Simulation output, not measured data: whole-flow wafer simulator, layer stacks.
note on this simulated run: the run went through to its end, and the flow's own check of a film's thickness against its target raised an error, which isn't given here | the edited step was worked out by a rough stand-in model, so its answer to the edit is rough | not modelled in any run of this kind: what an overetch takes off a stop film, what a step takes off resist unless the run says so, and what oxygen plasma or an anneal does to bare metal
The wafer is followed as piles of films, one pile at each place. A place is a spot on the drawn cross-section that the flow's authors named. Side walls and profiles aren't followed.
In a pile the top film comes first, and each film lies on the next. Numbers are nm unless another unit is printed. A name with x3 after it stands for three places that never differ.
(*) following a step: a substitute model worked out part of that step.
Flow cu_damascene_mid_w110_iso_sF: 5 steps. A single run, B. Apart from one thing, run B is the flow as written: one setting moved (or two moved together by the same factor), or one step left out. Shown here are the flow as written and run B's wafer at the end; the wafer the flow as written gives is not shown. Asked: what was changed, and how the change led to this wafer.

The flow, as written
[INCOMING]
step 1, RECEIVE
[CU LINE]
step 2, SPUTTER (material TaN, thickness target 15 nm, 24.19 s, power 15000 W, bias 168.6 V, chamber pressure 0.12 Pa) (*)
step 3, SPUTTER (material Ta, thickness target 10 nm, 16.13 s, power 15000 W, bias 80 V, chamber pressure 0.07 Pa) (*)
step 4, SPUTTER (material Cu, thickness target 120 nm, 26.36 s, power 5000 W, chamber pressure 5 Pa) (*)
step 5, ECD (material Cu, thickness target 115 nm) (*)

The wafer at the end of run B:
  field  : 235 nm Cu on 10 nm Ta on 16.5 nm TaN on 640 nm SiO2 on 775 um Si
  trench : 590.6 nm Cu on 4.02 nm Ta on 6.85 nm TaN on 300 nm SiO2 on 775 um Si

The reason: step 2, SPUTTER: 26.61 s was run, whereas the flow has 24.19 s.

The path from the change to this, step by step:
  step 2, SPUTTER (material TaN, thickness target 15 nm, 24.19 s, power 15000 W, bias 168.6 V, chamber pressure 0.12 Pa) (*)
      field: TaN gains 16.5 (new film) (it would be, as written: TaN gains 15 (new film))
      trench: TaN gains 6.85 (new film) (it would be, as written: TaN gains 6.23 (new film))
